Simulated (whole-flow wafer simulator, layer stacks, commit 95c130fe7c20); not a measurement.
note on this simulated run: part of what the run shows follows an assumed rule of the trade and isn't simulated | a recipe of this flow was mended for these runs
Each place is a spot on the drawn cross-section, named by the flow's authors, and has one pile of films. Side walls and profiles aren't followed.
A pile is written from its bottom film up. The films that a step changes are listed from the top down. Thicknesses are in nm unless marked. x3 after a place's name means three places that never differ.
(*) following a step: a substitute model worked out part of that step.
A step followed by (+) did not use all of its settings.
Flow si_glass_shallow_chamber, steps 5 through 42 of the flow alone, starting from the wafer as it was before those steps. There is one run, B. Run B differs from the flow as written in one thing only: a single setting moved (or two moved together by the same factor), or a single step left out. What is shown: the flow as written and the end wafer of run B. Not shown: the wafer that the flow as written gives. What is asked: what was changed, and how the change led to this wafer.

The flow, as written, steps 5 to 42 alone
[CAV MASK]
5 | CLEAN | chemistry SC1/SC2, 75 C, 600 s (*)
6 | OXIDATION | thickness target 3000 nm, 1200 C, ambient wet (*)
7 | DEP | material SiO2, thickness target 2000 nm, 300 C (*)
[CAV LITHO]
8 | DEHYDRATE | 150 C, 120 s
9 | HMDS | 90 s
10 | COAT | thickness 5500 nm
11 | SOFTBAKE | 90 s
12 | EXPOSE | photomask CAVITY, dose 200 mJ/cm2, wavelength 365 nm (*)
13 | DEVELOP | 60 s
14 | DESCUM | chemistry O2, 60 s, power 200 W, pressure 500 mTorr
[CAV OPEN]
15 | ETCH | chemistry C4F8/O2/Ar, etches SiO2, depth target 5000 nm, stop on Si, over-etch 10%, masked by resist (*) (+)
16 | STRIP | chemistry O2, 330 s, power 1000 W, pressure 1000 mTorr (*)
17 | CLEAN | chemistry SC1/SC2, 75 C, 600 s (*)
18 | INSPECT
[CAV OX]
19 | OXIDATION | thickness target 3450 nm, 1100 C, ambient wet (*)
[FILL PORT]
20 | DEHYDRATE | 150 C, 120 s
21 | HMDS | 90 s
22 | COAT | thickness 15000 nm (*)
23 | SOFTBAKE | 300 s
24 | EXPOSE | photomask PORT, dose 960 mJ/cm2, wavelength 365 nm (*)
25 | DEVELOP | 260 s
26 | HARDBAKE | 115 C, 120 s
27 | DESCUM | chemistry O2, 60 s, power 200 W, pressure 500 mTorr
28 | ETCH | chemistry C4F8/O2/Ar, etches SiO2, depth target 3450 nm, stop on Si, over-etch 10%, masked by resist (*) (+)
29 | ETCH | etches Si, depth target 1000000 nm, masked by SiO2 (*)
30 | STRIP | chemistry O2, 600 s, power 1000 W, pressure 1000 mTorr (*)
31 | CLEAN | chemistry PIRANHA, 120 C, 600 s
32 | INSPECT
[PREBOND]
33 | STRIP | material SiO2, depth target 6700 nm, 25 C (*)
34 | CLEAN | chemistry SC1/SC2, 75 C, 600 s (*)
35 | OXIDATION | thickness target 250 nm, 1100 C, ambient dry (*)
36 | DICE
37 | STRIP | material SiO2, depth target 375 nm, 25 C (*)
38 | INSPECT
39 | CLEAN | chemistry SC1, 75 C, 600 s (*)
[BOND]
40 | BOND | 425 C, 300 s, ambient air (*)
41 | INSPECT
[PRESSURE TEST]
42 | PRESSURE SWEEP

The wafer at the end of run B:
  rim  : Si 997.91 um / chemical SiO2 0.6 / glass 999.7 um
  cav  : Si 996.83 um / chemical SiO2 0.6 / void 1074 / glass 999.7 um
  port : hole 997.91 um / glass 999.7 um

The reason: step 6, OXIDATION: thickness target 3432 nm was run, though the flow has thickness target 3000 nm.

The path from the change to this, step by step:
  6 | OXIDATION | thickness target 3000 nm, 1200 C, ambient wet (*)
      rim, ramp, cav, port, septum, ring: SiO2 gains 3432 (new film), chemical SiO2 loses 0.6 (all of it), Si loses 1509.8 (in the flow as written it would be: SiO2 gains 3000 (new film), chemical SiO2 loses 0.6 (all of it), Si loses 1319.7)
  15 | ETCH | chemistry C4F8/O2/Ar, etches SiO2, depth target 5000 nm, stop on Si, over-etch 10%, masked by resist (*) (+)
      cav, port: SiO2 loses 5432 (all of it), Si loses 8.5 (in the flow as written it would be: SiO2 loses 5000 (all of it), Si loses 62.5)
  19 | OXIDATION | thickness target 3450 nm, 1100 C, ambient wet (*)
      rim, ramp, septum, ring: SiO2 gains 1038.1, Si loses 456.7 (in the flow as written it would be: SiO2 gains 1110.9, Si loses 488.8)
  22 | COAT | thickness 15000 nm (*)
      rim: thick-i-line-resist gains 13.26 um (new film) (in the flow as written it would be: thick-i-line-resist gains 13.4 um (new film))
      ramp: thick-i-line-resist gains 12.71 um (new film) (in the flow as written it would be: thick-i-line-resist gains 12.89 um (new film))
      (and at 4 other places as well)
  23 | SOFTBAKE | 300 s
      rim: thick-i-line-resist loses 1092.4 (in the flow as written it would be: thick-i-line-resist loses 997)
      ramp: thick-i-line-resist loses 537.9 (in the flow as written it would be: thick-i-line-resist loses 487.1)
      (and at 4 other places as well)
  25 | DEVELOP | 260 s
      port: thick-i-line-resist loses 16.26 um (all of it) (in the flow as written it would be: thick-i-line-resist loses 16.16 um (all of it))
  26 | HARDBAKE | 115 C, 120 s
      rim, ramp: thick-i-line-resist loses 95.5 (in the flow as written it would be: thick-i-line-resist loses 98.2)
  29 | ETCH | etches Si, depth target 1000000 nm, masked by SiO2 (*)
      rim, ramp: thick-i-line-resist loses 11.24 um (all of it), SiO2 loses 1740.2 (in the flow as written it would be: thick-i-line-resist loses 11.47 um (all of it), SiO2 loses 1617.3)
      port: hole gains 996.91 um (new film), Si loses 996.91 um (all of it) (in the flow as written it would be: hole gains 997.05 um (new film), Si loses 997.05 um (all of it))
      (and at 2 other places as well)
  30 | STRIP | chemistry O2, 600 s, power 1000 W, pressure 1000 mTorr (*)
      cav: thick-i-line-resist loses 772 (all of it) (in the flow as written it would be: thick-i-line-resist loses 669.6 (all of it))
  33 | STRIP | material SiO2, depth target 6700 nm, 25 C (*)
      rim, ramp: SiO2 loses 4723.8 (all of it) (in the flow as written it would be: SiO2 loses 4487.5 (all of it))
      septum: SiO2 loses 6080.8 (all of it) (in the flow as written it would be: SiO2 loses 5732.1 (all of it))
      (and at 1 other place as well)
  40 | BOND | 425 C, 300 s, ambient air (*)
      port: glass gains 999.7 um (new film), hole gains 995.3 (in the flow as written it would be: glass gains 999.7 um (new film), hole gains 1017.3)
